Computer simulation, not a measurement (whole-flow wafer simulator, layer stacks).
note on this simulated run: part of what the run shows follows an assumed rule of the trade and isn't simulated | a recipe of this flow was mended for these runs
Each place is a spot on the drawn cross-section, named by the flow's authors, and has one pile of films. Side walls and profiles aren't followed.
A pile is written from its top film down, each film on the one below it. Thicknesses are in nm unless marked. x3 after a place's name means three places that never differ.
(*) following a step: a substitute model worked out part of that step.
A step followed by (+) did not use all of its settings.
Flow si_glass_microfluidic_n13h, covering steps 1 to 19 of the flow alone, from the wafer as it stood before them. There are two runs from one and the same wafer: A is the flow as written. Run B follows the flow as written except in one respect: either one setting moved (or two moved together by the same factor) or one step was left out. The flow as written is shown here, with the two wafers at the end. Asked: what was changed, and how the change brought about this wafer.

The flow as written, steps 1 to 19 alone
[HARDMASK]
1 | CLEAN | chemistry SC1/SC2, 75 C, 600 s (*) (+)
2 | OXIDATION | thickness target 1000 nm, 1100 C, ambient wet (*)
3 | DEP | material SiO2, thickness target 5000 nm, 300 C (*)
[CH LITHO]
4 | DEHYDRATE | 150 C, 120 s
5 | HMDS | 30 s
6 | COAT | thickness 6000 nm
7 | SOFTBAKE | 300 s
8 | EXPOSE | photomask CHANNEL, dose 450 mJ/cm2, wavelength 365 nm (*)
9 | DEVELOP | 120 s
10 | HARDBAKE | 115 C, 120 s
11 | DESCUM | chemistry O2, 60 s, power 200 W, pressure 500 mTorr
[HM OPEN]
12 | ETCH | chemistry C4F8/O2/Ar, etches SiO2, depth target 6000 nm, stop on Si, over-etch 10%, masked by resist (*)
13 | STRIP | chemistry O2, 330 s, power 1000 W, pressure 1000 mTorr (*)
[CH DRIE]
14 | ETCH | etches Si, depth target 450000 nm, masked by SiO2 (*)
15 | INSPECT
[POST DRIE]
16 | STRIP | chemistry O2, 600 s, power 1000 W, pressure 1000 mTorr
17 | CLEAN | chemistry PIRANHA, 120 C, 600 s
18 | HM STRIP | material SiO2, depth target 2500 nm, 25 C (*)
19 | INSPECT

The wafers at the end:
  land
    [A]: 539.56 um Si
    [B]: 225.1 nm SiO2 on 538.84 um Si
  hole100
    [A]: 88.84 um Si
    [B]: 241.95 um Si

Cause: step 2, OXIDATION: thickness target 2625 nm was run, while the flow as written has thickness target 1000 nm.

Step by step, how the change led to this:
  2 | OXIDATION | thickness target 1000 nm, 1100 C, ambient wet (*)
      land, hole100: A +1000 SiO2 (new film), -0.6 chemical SiO2 (all of it), -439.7 Si | B +2625 SiO2 (new film), -0.6 chemical SiO2 (all of it), -1154.7 Si
  12 | ETCH | chemistry C4F8/O2/Ar, etches SiO2, depth target 6000 nm, stop on Si, over-etch 10%, masked by resist (*)
      hole100: A -6000 SiO2 (all of it), -75 Si | B -6600 SiO2
  13 | STRIP | chemistry O2, 330 s, power 1000 W, pressure 1000 mTorr (*)
      hole100: A +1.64 chemical SiO2 (new film), -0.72 Si | B nothing
  14 | ETCH | etches Si, depth target 450000 nm, masked by SiO2 (*)
      hole100: A -1.64 chemical SiO2 (all of it), -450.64 um Si | B -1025 SiO2 (all of it), -296.89 um Si
  18 | HM STRIP | material SiO2, depth target 2500 nm, 25 C (*)
      land: A -1854.4 SiO2 (all of it) | B -3250 SiO2
